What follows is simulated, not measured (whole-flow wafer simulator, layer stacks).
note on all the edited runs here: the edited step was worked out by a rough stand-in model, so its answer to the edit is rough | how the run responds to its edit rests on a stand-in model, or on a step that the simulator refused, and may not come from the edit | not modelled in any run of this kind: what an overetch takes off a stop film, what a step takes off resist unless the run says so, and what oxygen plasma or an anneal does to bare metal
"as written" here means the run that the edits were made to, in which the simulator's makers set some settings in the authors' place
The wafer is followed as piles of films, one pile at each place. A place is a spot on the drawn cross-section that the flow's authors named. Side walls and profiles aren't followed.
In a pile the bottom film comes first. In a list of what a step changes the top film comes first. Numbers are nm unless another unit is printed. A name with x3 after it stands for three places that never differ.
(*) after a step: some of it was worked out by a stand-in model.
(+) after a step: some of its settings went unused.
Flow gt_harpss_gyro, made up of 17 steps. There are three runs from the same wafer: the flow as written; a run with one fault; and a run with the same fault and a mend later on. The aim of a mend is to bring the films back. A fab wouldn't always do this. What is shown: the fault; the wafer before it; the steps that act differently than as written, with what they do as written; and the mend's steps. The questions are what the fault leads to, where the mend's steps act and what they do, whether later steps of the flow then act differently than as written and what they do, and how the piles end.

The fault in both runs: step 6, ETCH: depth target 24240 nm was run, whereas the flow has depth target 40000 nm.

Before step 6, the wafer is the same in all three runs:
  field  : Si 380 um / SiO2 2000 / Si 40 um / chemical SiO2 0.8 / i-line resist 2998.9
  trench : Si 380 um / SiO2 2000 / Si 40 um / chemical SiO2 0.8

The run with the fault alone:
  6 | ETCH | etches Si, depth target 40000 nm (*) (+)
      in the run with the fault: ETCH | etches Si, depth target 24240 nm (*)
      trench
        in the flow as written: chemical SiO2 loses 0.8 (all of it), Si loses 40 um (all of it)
        in the run with the fault: chemical SiO2 loses 0.8 (all of it), Si loses 24.24 um
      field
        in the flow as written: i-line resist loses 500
        in the run with the fault: i-line resist loses 303
  Later steps of the flow acting differently than as written (2 other steps are not shown; they differ only slightly, by no more than 2% or 0.5 nm, whichever is larger):
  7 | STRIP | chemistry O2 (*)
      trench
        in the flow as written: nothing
        in the run with the fault: chemical SiO2 gains 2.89 (new film), Si loses 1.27
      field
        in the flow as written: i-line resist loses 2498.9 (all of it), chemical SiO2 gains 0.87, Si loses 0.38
        in the run with the fault: i-line resist loses 2695.9 (all of it), chemical SiO2 gains 0.89, Si loses 0.39
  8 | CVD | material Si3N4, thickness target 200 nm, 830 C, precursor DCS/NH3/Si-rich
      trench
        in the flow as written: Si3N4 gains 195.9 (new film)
        in the run with the fault: Si3N4 gains 200 (new film)
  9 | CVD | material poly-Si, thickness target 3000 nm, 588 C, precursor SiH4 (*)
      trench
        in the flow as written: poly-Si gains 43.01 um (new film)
        in the run with the fault: poly-Si gains 27.24 um (new film)
  The piles end different from the flow's at trench by more than 2% or 0.5 nm, whichever is larger.
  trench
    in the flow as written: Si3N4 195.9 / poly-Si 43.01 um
    in the run with the fault: Si 15.76 um / chemical SiO2 2.89 / Si3N4 200 / poly-Si 27.24 um

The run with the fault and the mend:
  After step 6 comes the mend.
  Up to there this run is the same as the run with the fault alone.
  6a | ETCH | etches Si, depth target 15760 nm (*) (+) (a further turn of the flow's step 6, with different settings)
      field
        i-line resist loses 197
      trench
        Si loses 15.76 um (all of it)
  None of the later steps of the flow acts differently than as written at any place that is followed.
  By the end, the piles equal the flow's at every place that both follow.
